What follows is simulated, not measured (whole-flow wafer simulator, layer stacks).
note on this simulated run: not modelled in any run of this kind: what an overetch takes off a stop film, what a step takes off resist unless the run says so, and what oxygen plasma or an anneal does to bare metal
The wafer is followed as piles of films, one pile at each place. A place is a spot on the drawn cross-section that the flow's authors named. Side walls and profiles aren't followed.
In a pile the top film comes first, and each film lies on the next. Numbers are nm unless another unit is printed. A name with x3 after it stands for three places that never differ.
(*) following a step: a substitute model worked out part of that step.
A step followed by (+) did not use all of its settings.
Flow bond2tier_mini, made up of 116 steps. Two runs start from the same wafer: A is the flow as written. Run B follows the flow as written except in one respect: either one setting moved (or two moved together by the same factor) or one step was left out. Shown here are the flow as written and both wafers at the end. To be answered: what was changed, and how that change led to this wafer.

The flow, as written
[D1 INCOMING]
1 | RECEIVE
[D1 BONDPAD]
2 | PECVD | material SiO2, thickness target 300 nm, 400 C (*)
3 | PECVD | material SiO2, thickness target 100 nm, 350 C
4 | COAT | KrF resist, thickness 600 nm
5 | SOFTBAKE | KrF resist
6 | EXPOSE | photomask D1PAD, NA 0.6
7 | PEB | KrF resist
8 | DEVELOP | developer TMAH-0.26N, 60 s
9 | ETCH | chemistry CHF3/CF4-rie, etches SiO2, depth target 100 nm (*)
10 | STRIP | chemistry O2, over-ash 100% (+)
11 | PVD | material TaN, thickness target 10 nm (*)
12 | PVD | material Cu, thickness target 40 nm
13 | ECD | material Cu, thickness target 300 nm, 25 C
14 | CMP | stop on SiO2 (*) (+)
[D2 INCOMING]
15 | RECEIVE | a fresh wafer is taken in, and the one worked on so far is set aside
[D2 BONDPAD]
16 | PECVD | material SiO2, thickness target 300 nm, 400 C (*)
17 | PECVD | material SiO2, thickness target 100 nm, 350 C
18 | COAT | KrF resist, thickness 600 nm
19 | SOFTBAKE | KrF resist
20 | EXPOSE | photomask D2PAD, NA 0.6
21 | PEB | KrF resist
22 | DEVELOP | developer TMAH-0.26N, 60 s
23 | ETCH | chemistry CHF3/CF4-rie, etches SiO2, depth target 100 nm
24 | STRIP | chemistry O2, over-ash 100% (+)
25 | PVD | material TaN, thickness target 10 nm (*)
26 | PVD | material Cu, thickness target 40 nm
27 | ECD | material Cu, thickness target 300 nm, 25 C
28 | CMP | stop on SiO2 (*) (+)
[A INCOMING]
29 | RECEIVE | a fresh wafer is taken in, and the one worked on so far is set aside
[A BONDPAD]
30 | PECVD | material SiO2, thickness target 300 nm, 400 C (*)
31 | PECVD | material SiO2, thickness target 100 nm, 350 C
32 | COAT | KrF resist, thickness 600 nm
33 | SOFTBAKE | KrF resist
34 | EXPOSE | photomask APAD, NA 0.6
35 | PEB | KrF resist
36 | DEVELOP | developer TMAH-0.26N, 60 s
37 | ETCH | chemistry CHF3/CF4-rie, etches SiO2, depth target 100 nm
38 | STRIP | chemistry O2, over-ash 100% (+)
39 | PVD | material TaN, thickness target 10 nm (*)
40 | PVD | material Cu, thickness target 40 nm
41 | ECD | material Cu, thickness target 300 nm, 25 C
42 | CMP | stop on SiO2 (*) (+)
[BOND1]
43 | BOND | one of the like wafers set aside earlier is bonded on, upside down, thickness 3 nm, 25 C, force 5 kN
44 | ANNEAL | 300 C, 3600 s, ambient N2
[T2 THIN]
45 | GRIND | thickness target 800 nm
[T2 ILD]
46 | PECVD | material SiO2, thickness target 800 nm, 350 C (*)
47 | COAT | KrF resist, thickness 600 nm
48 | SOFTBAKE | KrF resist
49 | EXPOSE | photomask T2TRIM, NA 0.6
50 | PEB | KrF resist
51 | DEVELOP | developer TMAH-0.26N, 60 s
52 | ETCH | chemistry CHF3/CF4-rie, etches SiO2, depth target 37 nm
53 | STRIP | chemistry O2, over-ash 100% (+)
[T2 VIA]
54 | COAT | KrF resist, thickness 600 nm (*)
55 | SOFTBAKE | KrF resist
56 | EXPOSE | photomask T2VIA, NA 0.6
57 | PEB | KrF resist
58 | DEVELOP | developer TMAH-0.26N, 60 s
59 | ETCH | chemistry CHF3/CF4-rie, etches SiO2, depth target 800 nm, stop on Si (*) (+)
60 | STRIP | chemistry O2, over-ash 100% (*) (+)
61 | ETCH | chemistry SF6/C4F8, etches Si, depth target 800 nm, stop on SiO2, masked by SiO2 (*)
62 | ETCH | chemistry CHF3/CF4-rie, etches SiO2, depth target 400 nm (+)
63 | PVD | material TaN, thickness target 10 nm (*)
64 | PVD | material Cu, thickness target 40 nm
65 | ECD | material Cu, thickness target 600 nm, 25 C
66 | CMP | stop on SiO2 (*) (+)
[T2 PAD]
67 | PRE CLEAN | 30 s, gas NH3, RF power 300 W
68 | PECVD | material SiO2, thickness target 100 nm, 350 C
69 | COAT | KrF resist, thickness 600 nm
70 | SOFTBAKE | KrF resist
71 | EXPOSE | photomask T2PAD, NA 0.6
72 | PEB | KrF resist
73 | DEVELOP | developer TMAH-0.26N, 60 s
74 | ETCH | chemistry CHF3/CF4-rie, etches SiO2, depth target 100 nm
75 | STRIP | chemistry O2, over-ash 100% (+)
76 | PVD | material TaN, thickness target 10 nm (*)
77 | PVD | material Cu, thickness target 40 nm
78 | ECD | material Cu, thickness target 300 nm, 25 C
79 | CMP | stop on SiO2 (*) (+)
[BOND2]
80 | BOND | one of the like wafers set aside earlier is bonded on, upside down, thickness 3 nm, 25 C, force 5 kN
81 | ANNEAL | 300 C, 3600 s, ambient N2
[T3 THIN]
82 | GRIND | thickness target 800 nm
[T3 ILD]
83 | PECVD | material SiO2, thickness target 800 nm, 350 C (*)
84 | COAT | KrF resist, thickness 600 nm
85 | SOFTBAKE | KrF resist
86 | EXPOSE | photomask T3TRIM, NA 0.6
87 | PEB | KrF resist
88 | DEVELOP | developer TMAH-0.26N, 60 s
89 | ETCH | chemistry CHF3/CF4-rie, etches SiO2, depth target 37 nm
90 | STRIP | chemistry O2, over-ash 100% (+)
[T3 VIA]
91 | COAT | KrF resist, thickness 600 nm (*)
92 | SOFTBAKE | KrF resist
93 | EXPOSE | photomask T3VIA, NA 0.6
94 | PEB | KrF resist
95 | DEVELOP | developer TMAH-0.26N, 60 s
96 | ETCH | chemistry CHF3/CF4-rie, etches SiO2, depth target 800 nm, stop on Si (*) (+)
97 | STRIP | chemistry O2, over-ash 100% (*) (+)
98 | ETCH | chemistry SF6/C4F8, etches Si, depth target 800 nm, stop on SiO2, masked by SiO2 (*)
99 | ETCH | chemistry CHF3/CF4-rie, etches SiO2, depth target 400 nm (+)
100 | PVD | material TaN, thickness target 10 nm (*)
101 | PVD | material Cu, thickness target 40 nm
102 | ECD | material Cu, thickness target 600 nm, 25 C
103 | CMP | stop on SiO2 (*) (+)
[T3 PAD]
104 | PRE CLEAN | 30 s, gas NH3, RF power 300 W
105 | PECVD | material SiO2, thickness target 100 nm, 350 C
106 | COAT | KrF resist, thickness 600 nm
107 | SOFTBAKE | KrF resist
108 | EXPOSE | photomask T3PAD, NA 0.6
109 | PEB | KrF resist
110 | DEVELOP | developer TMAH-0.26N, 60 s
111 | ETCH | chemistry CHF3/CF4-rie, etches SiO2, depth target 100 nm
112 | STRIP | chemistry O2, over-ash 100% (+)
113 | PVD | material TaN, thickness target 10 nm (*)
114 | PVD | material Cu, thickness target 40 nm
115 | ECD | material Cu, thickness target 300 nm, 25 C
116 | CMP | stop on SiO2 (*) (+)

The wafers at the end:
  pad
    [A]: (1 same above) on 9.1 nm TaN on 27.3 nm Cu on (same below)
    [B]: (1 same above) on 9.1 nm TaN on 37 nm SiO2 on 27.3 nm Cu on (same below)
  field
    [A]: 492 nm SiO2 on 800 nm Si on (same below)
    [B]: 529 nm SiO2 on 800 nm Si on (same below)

Cause: step 105, PECVD: thickness target 137 nm was run, while the flow as written has thickness target 100 nm.

How this came from the change, step by step:
  105 | PECVD | material SiO2, thickness target 100 nm, 350 C
      field: A +100 SiO2 | B +137 SiO2
      pad: A +100 SiO2 (new film) | B +137 SiO2 (new film)
  111 | ETCH | chemistry CHF3/CF4-rie, etches SiO2, depth target 100 nm
      pad: A -100 SiO2 (all of it) | B -100 SiO2
With metal films that touch counted as one body, pad has 4 bodies (between them, from the top down: SiO2 37; SiO2 355 / Si 800 / chemical SiO2 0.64 / SiO2 300; SiO2 355 / Si 800 / chemical SiO2 0.64 / SiO2 300); the flow as written gives 3 bodies (between them, from the top down: SiO2 355 / Si 800 / chemical SiO2 0.64 / SiO2 300; SiO2 355 / Si 800 / chemical SiO2 0.64 / SiO2 300).
